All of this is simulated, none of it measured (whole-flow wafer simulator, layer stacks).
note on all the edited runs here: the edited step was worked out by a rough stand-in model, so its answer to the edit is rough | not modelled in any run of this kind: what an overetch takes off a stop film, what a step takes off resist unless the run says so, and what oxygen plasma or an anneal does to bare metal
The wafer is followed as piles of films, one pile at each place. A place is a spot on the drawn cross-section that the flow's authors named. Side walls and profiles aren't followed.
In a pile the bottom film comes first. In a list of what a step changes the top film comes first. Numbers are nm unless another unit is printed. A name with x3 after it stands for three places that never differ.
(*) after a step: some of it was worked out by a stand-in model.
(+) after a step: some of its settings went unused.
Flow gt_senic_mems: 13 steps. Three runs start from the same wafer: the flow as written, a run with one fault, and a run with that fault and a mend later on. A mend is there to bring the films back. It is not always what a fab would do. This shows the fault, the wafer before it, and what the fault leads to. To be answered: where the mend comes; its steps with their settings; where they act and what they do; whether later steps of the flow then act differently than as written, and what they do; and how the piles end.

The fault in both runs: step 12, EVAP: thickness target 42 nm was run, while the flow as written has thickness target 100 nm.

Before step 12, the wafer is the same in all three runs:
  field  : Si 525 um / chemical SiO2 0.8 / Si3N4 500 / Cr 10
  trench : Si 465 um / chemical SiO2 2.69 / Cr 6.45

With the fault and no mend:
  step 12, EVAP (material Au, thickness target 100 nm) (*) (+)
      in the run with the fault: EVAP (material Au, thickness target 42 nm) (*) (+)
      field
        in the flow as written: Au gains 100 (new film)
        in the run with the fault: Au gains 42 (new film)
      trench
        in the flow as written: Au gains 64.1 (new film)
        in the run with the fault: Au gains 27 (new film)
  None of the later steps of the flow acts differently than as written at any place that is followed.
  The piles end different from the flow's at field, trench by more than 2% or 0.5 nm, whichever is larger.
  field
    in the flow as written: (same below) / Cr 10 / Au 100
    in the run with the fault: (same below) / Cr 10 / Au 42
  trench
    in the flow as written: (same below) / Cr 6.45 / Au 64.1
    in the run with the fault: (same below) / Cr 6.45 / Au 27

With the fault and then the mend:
  After step 13 comes the mend.
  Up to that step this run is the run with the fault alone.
  step 13a, EVAP (material Au, thickness target 58 nm) (*) (+) (the flow's step 12, run once more with other settings)
      field
        Au gains 58
      trench
        Au gains 37.3
  None of the later steps of the flow acts differently than as written at any place that is followed.
  When the end is reached, the piles differ only a little from the flow's at the places that both follow, at most by 2% or 0.5 nm, whichever is larger.
